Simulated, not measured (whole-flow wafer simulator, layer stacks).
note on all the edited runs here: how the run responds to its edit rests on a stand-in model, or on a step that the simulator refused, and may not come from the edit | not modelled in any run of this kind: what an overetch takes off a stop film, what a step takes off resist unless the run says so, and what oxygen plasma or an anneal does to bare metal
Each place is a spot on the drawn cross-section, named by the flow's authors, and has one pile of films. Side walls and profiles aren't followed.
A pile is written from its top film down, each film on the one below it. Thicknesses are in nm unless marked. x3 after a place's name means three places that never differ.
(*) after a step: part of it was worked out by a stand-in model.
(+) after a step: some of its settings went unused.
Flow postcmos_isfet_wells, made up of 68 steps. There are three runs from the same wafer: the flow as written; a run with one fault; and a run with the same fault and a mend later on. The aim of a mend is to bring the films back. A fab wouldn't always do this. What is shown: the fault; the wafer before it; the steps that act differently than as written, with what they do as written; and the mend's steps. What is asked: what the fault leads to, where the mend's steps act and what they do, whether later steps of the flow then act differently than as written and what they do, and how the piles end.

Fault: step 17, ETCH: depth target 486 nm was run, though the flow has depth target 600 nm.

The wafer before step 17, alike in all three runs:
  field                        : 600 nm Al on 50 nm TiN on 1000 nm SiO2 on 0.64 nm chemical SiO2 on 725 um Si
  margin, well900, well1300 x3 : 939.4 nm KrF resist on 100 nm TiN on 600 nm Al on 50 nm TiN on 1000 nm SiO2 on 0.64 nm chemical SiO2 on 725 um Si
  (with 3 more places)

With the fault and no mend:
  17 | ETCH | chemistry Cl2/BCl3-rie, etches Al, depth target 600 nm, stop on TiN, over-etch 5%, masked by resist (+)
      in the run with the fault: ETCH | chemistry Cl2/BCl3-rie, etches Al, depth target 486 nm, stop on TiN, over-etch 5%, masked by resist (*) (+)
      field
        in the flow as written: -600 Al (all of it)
        in the run with the fault: -486 Al
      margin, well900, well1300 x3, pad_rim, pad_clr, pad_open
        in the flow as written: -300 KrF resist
        in the run with the fault: -243 KrF resist
  Steps further on in the flow that do not act as written (not shown: 1 more step that differs only slightly, by at most 2% or 0.5 nm, whichever is larger):
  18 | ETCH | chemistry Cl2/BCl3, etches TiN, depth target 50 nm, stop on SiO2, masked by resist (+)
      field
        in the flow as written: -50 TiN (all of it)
        in the run with the fault: -114 Al (all of it), -2.12 TiN
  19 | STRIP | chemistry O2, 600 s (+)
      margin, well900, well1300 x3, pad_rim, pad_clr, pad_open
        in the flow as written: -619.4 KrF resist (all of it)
        in the run with the fault: -676.4 KrF resist (all of it)
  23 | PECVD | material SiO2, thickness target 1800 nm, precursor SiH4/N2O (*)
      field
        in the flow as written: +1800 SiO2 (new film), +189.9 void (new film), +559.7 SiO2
        in the run with the fault: +1800 SiO2 (new film), +154.7 void (new film), +547.5 SiO2 (new film)
  The piles end different from the flow's at field by more than 2% or 0.5 nm, whichever is larger.
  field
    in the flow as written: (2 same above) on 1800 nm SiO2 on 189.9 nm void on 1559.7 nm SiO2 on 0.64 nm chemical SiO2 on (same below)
    in the run with the fault: (2 same above) on 1800 nm SiO2 on 154.7 nm void on 547.5 nm SiO2 on 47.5 nm TiN on 1000 nm SiO2 on 0.64 nm chemical SiO2 on (same below)

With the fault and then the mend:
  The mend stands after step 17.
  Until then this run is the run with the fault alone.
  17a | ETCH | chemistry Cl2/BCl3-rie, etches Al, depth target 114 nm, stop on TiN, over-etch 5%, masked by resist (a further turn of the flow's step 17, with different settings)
      margin, well900, well1300 x3, pad_rim, pad_clr, pad_open
        -57 KrF resist
      field
        -114 Al (all of it)
  None of the later steps of the flow acts differently than as written at any place that is followed.
  By the end, the piles equal the flow's at every place that both follow.
